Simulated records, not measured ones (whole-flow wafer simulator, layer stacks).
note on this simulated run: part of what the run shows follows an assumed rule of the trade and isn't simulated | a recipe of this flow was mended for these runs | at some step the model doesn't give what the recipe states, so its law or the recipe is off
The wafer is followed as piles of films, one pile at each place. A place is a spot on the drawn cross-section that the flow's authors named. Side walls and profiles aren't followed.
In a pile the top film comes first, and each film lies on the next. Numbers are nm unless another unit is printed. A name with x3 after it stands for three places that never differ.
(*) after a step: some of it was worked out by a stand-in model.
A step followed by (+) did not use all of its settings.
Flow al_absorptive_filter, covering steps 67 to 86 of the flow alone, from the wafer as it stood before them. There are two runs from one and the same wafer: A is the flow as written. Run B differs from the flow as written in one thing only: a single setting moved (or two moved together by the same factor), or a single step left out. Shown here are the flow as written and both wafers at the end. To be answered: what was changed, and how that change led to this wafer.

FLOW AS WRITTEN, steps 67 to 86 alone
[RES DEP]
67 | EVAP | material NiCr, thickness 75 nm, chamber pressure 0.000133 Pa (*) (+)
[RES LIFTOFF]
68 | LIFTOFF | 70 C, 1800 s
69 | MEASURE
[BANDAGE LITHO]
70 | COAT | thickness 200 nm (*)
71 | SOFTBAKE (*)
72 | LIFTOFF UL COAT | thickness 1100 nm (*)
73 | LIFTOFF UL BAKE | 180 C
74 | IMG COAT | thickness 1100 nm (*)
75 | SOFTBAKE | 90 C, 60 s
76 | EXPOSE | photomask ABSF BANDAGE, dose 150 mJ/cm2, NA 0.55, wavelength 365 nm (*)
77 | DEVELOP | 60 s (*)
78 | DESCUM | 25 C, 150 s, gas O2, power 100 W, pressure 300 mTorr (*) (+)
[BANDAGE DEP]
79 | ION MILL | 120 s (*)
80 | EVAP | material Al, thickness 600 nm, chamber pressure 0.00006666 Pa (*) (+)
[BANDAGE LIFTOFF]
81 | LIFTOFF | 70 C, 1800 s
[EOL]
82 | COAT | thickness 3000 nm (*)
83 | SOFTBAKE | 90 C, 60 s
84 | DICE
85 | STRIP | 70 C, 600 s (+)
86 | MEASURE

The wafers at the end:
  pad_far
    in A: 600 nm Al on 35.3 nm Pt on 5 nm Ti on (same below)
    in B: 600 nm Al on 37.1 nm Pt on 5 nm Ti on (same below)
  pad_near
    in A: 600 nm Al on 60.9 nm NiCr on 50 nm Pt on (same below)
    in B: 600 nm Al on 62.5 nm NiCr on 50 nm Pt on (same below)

Cause: step 79, ION MILL: 106 s was run, whereas the flow has 120 s.

The path from the change to this, step by step:
  79 | ION MILL | 120 s (*)
      gnd, ledge, res and 6 more: A i-line-resist loses 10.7 | B i-line-resist loses 9.41
      xa_field, xl_land, idc_field: A i-line-resist loses 10.7 | B i-line-resist loses 9.42
      (and at 2 other places as well)
